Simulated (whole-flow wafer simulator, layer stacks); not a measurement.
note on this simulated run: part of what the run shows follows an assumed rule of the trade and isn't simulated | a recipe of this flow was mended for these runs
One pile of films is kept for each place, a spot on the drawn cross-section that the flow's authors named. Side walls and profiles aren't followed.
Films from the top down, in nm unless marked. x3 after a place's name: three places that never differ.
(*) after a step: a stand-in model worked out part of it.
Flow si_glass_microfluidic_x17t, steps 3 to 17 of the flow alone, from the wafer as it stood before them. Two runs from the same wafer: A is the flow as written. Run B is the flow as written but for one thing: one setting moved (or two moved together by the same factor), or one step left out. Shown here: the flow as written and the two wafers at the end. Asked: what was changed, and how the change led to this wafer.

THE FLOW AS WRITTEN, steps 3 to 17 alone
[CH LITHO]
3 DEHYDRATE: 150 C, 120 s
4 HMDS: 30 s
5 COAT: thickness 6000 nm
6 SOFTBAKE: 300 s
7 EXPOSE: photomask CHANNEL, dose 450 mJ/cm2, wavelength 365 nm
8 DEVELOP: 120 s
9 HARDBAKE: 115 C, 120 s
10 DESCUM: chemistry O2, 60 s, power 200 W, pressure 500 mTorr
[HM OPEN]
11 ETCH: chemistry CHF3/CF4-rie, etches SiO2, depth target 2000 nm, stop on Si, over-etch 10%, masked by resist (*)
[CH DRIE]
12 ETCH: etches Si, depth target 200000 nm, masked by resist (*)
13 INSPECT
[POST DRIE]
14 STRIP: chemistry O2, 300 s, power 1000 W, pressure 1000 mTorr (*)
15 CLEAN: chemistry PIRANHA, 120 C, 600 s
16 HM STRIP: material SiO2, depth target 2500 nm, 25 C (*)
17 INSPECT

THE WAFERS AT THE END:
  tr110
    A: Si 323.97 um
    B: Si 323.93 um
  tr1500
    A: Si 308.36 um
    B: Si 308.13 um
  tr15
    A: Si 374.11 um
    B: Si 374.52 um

The cause: step 5, COAT: thickness 7440 nm was run, where the flow has thickness 6000 nm; step 11, ETCH: depth target 2480 nm was run, where the flow has depth target 2000 nm.

How the change led to this, step by step:
  5 COAT: thickness 6000 nm
      land, tr110, tr1500, tr15: A thick-i-line-resist +6000 (new film) | B thick-i-line-resist +7440 (new film)
  8 DEVELOP: 120 s
      tr110, tr1500, tr15: A thick-i-line-resist -6000 (all of it) | B thick-i-line-resist -7440 (all of it)
  9 HARDBAKE: 115 C, 120 s
      land: A thick-i-line-resist -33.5 | B thick-i-line-resist -45.8
  11 ETCH: chemistry CHF3/CF4-rie, etches SiO2, depth target 2000 nm, stop on Si, over-etch 10%, masked by resist (*)
      tr110, tr1500, tr15: A SiO2 -2000 (all of it), Si -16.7 | B SiO2 -2000 (all of it), Si -60.7
      land: A thick-i-line-resist -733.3 | B thick-i-line-resist -909.3
  12 ETCH: etches Si, depth target 200000 nm, masked by resist (*)
      tr1500: A Si -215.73 um | B Si -215.92 um
      tr15: A Si -149.99 um | B Si -149.53 um
  14 STRIP: chemistry O2, 300 s, power 1000 W, pressure 1000 mTorr (*)
      land: A thick-i-line-resist -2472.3 (all of it) | B thick-i-line-resist -3721.7 (all of it)
